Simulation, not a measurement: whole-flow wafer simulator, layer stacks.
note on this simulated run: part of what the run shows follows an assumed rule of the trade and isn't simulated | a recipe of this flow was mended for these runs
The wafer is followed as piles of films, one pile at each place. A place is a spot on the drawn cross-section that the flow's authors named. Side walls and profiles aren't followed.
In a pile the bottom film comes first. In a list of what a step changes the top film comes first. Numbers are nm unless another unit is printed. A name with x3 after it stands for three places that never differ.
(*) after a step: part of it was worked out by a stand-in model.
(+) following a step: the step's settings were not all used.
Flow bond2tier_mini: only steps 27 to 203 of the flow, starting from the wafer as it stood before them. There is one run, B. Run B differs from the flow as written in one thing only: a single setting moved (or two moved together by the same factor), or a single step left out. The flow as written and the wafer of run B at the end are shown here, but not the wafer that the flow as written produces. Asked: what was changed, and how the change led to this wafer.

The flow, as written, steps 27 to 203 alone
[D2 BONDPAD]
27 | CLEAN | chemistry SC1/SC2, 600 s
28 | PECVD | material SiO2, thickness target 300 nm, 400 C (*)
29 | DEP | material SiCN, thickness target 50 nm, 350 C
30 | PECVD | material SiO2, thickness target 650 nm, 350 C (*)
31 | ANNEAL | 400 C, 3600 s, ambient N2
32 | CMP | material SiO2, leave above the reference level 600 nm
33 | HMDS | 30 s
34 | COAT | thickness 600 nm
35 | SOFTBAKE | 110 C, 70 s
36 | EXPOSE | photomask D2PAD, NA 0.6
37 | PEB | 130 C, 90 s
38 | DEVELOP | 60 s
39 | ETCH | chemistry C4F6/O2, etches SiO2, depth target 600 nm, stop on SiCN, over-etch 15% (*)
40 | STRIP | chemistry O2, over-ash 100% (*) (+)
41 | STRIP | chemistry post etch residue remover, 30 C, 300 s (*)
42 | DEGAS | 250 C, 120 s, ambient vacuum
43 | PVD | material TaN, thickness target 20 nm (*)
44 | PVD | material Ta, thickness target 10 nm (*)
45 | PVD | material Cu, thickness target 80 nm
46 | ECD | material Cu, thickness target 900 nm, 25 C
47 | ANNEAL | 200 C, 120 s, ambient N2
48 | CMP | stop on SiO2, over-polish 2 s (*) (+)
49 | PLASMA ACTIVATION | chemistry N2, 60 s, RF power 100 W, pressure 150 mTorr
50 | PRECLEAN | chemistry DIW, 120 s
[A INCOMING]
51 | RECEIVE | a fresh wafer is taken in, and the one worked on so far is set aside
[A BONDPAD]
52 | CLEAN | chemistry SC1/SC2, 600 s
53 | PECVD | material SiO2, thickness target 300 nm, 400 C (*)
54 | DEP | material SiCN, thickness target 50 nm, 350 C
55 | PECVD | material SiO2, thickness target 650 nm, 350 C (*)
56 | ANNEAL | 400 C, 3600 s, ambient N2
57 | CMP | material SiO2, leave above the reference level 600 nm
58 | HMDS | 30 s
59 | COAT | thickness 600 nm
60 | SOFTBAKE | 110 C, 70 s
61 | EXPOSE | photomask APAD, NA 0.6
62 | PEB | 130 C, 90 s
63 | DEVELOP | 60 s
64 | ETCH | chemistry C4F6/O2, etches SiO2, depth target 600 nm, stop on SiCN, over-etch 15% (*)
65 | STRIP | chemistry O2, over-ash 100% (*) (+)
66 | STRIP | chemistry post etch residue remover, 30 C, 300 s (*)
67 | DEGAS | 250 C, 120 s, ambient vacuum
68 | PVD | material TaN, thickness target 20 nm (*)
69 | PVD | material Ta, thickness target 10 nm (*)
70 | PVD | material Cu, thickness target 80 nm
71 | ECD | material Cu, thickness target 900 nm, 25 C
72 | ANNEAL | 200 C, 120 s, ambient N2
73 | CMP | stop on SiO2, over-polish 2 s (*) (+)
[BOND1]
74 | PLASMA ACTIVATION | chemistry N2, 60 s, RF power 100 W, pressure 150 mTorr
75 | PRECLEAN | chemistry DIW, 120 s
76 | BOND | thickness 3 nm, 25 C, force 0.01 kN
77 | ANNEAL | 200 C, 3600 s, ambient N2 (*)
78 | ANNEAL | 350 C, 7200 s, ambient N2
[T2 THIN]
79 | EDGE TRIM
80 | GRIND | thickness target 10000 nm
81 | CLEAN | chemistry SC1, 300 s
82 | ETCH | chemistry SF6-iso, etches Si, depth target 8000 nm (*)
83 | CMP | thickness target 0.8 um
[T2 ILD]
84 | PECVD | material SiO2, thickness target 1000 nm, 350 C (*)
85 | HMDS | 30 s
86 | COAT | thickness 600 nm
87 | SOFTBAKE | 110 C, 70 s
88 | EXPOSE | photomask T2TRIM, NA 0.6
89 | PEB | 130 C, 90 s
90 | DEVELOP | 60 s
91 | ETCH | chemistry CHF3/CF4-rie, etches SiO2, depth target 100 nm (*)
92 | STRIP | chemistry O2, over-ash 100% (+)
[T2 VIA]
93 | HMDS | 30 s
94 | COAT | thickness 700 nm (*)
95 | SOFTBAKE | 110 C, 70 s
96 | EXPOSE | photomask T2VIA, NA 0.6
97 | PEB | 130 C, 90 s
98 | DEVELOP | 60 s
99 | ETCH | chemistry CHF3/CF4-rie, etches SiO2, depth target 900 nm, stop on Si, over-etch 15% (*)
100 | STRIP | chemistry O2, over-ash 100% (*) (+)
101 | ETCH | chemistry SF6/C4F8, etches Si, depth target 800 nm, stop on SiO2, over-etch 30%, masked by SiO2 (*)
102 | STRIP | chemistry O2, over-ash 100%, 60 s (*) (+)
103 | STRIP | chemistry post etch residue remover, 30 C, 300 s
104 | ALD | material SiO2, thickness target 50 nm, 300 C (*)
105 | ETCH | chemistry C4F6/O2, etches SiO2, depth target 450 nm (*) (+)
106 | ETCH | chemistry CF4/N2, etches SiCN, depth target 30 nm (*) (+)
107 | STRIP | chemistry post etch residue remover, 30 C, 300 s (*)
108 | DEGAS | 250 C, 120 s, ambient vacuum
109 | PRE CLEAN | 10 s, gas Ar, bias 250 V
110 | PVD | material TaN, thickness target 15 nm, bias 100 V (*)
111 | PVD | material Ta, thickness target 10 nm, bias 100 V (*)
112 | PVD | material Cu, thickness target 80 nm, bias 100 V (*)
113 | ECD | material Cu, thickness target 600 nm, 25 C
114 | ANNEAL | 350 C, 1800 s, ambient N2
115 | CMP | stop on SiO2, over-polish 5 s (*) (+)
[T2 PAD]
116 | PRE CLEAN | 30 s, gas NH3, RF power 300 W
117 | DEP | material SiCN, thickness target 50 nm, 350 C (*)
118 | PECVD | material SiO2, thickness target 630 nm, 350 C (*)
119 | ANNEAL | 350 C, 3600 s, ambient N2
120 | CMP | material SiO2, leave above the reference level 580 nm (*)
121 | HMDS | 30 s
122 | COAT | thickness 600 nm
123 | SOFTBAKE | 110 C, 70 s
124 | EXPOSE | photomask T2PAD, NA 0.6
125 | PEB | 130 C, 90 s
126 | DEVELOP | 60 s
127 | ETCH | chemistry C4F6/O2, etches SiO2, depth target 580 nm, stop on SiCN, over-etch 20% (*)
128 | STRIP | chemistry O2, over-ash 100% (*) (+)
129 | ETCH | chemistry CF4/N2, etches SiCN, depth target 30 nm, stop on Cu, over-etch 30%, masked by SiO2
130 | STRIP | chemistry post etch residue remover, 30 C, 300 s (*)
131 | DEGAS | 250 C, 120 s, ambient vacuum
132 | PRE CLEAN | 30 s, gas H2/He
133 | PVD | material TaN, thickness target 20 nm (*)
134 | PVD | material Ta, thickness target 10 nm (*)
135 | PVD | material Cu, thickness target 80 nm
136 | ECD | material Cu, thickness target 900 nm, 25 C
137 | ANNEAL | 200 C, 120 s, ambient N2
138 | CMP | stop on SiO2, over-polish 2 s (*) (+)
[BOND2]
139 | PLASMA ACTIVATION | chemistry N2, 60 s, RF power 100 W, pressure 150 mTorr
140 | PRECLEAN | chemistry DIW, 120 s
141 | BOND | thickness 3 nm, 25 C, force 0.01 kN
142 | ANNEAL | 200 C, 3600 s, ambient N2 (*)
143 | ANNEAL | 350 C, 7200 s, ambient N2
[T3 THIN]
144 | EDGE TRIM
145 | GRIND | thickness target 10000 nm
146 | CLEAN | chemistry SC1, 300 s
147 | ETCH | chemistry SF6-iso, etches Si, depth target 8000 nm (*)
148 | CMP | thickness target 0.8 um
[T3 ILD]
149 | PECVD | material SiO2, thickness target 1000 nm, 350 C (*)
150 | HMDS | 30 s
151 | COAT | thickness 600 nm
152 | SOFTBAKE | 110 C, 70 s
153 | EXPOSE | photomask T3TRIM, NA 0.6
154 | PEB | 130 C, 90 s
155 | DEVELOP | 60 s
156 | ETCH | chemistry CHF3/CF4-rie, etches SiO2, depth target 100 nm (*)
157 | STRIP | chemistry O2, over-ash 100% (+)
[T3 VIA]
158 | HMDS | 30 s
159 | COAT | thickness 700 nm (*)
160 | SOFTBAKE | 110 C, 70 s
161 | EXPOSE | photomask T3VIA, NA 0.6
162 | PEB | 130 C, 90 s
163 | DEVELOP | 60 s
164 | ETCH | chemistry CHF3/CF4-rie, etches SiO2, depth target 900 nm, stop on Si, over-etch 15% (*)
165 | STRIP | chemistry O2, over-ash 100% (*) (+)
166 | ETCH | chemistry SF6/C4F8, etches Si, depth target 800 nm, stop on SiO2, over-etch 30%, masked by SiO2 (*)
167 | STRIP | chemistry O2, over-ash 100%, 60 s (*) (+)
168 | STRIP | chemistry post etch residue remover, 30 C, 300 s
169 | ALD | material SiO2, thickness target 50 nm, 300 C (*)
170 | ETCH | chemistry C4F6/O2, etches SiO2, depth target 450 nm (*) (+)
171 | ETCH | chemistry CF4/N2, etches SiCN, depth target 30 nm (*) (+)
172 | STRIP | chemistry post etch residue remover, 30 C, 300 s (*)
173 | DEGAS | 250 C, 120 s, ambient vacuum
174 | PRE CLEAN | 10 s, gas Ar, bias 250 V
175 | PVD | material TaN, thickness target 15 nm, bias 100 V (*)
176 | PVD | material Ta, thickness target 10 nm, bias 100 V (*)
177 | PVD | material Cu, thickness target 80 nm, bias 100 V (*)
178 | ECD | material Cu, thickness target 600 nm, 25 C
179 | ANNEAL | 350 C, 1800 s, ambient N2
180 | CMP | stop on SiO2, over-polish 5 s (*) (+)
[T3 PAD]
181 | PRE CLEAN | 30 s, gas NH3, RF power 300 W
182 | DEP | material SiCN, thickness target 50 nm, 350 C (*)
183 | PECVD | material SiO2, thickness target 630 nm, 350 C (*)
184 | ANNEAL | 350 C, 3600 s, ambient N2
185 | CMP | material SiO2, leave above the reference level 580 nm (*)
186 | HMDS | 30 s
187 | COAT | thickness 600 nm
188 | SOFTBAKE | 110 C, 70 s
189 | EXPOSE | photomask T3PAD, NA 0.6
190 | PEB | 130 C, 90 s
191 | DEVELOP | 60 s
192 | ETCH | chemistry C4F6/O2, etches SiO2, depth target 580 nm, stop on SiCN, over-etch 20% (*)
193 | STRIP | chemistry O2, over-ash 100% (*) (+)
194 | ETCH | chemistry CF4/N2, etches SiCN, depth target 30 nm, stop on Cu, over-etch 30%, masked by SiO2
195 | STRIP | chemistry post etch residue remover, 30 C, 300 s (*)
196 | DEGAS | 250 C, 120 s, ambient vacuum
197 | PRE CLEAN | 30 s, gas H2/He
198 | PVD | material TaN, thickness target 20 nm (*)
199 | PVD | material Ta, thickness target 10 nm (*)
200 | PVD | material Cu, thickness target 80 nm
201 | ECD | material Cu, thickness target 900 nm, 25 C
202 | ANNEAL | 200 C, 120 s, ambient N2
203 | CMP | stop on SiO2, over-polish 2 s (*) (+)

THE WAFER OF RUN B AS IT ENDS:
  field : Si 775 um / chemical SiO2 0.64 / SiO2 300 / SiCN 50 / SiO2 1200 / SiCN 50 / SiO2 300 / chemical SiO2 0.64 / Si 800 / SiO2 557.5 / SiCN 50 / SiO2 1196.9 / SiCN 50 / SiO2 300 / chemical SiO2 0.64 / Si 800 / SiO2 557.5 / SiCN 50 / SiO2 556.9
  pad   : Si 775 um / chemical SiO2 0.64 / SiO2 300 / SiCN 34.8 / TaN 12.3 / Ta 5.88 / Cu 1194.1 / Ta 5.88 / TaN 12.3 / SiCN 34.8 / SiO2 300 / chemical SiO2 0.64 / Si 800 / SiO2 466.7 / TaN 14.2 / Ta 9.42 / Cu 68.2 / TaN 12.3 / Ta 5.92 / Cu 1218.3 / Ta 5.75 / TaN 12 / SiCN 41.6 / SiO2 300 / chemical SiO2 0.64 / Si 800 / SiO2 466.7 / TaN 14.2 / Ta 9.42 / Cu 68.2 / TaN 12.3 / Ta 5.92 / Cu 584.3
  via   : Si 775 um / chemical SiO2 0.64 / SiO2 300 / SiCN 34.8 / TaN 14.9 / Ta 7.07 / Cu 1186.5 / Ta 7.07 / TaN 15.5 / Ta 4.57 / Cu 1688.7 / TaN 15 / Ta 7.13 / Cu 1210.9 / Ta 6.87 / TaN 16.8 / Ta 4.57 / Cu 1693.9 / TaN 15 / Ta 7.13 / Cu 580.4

What caused this: step 32, CMP: leave above the reference level 640 nm was run, while the flow as written has leave above the reference level 600 nm.

The path from the change to this, step by step:
  32 | CMP | material SiO2, leave above the reference level 600 nm
      field, pad, via: -10 SiO2 (in the flow as written it would be: -50 SiO2)
  39 | ETCH | chemistry C4F6/O2, etches SiO2, depth target 600 nm, stop on SiCN, over-etch 15% (*)
      pad, via: -640 SiO2 (all of it), -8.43 SiCN (in the flow as written it would be: -600 SiO2 (all of it), -15.2 SiCN)
  45 | PVD | material Cu, thickness target 80 nm
      pad: +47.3 Cu (new film) (in the flow as written it would be: +48.4 Cu (new film))
      via: +57.4 Cu (new film) (in the flow as written it would be: +59 Cu (new film))
  46 | ECD | material Cu, thickness target 900 nm, 25 C
      pad: +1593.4 Cu (in the flow as written it would be: +1558.7 Cu)
      via: +1579.7 Cu (in the flow as written it would be: +1544.3 Cu)
  141 | BOND | thickness 3 nm, 25 C, force 0.01 kN
      field: +775 um Si (new film), +0.64 chemical SiO2 (new film), +300 SiO2 (new film), +50 SiCN (new film), +640 SiO2 (in the flow as written it would be: +775 um Si (new film), +0.64 chemical SiO2 (new film), +300 SiO2 (new film), +50 SiCN (new film), +600 SiO2)
      pad: +775 um Si (new film), +0.64 chemical SiO2 (new film), +300 SiO2 (new film), +41.6 SiCN (new film), +12 TaN (new film), +5.75 Ta (new film), +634 Cu (in the flow as written it would be: +775 um Si (new film), +0.64 chemical SiO2 (new film), +300 SiO2 (new film), +34.8 SiCN (new film), +12.3 TaN (new film), +5.88 Ta (new film), +600.4 Cu)
      (as well as at 1 more place)
  171 | ETCH | chemistry CF4/N2, etches SiCN, depth target 30 nm (*) (+)
      via: -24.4 SiCN (all of it), -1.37 TaN (in the flow as written it would be: -17.6 SiCN (all of it), -3.01 TaN)
